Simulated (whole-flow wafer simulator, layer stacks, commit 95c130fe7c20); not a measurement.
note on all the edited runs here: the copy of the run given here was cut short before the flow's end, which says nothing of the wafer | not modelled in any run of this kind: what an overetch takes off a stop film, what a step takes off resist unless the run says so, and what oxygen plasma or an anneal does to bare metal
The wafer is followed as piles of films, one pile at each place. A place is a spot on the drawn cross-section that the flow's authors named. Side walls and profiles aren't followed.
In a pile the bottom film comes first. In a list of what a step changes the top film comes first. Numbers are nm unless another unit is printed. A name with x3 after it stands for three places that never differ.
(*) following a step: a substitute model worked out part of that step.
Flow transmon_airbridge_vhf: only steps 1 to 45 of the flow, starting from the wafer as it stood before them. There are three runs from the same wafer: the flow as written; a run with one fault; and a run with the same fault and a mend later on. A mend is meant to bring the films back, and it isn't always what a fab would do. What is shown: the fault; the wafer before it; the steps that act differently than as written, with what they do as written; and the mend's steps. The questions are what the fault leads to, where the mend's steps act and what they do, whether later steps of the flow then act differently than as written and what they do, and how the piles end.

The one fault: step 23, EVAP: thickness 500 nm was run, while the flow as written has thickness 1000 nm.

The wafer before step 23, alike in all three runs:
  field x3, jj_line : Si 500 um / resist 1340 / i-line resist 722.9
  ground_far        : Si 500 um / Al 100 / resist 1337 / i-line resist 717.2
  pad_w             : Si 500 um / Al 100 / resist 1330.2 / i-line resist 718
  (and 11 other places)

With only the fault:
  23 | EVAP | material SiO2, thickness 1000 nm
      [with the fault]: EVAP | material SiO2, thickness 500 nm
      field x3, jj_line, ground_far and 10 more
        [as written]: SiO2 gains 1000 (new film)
        [with the fault]: SiO2 gains 500 (new film)
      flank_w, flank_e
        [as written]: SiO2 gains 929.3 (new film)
        [with the fault]: SiO2 gains 464.7 (new film)
  Later steps of the flow acting differently than as written (2 more steps, not shown, differ only slightly: by at most 2% or 0.5 nm, whichever is larger):
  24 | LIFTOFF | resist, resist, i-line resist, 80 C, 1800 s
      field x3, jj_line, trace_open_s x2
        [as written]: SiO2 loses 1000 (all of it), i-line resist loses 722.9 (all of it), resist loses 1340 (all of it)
        [with the fault]: SiO2 loses 500 (all of it), i-line resist loses 722.9 (all of it), resist loses 1340 (all of it)
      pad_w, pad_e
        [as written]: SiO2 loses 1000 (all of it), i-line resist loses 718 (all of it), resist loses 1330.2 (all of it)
        [with the fault]: SiO2 loses 500 (all of it), i-line resist loses 718 (all of it), resist loses 1330.2 (all of it)
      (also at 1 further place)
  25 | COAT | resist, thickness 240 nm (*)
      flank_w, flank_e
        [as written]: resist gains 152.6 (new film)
        [with the fault]: resist gains 170.8 (new film)
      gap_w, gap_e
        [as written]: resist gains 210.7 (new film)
        [with the fault]: resist gains 231.8 (new film)
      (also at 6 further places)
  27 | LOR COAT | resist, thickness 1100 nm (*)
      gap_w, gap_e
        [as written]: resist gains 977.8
        [with the fault]: resist gains 1048.9
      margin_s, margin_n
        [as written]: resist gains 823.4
        [with the fault]: resist gains 951.7
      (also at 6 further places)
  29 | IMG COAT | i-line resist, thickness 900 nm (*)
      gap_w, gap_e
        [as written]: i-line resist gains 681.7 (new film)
        [with the fault]: i-line resist gains 804.5 (new film)
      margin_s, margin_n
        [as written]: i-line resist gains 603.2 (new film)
        [with the fault]: i-line resist gains 759.8 (new film)
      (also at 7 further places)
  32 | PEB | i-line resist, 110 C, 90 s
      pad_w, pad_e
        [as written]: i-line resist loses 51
        [with the fault]: i-line resist loses 48.4
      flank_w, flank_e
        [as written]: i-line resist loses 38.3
        [with the fault]: i-line resist loses 43.2
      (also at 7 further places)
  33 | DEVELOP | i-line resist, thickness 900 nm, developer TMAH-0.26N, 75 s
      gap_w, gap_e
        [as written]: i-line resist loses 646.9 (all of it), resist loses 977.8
        [with the fault]: i-line resist loses 763.3 (all of it), resist loses 1048.9
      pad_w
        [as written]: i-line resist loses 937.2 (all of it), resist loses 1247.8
        [with the fault]: i-line resist loses 893.5 (all of it), resist loses 1168.9
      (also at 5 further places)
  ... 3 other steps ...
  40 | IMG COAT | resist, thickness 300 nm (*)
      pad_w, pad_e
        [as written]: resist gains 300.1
        [with the fault]: resist gains 287
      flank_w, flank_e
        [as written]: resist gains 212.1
        [with the fault]: resist gains 225.7
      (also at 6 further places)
  The piles end different from the flow's at pad_w, flank_w, gap_w and 7 more by more than 2% or 0.5 nm, whichever is larger.
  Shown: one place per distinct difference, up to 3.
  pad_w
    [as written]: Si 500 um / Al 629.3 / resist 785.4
    [with the fault]: Si 500 um / Al 629.8 / resist 743.8
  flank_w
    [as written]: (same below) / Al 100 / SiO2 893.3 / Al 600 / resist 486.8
    [with the fault]: (same below) / Al 100 / SiO2 428.7 / Al 600 / resist 559.7
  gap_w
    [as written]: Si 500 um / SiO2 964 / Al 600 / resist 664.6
    [with the fault]: Si 500 um / SiO2 464 / Al 600 / resist 708

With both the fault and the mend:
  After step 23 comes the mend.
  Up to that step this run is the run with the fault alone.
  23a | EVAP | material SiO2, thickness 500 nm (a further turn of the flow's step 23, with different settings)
      field x3, jj_line, ground_far and 10 more
        SiO2 gains 500
      flank_w, flank_e
        SiO2 gains 465.3
  None of the later steps of the flow differs from how it acts as written, at any place that is followed, by more than 2% or 0.5 nm, whichever is larger.
  The piles end only slightly different from the flow's at the places that both follow, by no more than 2% or 0.5 nm, whichever is larger.
